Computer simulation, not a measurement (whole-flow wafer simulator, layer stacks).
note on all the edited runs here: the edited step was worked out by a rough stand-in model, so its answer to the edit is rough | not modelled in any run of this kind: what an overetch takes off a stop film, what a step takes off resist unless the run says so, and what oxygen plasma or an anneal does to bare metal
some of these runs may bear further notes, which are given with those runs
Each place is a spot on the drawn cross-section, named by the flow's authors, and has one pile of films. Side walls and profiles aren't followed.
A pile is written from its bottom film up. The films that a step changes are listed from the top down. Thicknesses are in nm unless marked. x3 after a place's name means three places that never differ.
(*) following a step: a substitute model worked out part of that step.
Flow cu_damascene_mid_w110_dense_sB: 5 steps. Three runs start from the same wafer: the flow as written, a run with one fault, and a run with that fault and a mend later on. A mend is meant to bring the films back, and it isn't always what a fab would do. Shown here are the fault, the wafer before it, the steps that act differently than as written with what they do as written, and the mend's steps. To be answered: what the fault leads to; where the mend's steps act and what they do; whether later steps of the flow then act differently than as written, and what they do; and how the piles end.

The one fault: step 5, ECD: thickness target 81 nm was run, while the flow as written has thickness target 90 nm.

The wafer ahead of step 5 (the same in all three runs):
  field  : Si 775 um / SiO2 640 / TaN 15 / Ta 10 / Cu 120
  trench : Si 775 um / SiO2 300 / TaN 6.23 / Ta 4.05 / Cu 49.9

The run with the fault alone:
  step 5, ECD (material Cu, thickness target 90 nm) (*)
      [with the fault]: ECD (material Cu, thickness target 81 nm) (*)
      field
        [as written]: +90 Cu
        [with the fault]: +81 Cu
  Later steps of the flow that are run all act as written at every place that is followed.
  The piles end different from the flow's at field by more than 2% or 0.5 nm, whichever is larger.
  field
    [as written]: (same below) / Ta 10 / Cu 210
    [with the fault]: (same below) / Ta 10 / Cu 201

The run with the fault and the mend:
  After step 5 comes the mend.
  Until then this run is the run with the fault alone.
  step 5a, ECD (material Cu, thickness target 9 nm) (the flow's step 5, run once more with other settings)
      field, trench
        +9 Cu
  Later steps of the flow that are run all act as written at every place that is followed.
  The piles end the same as the flow's at every place that both follow.
